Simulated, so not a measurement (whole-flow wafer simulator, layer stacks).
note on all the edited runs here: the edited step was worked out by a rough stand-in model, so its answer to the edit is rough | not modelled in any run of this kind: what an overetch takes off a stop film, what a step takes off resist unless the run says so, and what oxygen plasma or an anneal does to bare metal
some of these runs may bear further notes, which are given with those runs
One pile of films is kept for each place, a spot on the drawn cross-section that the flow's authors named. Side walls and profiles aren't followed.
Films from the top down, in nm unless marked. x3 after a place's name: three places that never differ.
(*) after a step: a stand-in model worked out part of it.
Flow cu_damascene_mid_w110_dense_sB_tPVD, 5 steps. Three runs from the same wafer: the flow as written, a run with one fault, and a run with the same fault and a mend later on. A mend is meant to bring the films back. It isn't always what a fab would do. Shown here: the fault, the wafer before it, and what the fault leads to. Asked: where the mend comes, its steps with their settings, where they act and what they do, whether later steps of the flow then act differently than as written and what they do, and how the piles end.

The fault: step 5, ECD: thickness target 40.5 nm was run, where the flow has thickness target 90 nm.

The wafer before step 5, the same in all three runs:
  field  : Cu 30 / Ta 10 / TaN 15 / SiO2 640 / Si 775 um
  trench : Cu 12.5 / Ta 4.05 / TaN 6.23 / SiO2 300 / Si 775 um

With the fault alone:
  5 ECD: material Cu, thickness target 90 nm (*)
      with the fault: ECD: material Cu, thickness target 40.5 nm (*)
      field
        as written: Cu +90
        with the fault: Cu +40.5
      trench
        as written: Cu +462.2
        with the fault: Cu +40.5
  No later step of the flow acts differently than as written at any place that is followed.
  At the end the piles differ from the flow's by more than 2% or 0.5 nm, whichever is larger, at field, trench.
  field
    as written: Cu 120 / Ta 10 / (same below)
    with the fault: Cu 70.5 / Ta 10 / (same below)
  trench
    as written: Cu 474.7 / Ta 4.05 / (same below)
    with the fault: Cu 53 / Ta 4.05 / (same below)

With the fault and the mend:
  The mend comes after step 5.
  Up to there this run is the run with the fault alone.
  5a ECD: material Cu, thickness target 49.5 nm (*) (the flow's step 5 once more, with other settings)
      field
        Cu +49.5
      trench
        Cu +421.7
  No later step of the flow acts differently than as written at any place that is followed.
  At the end the piles are the same as the flow's at every place that both follow.
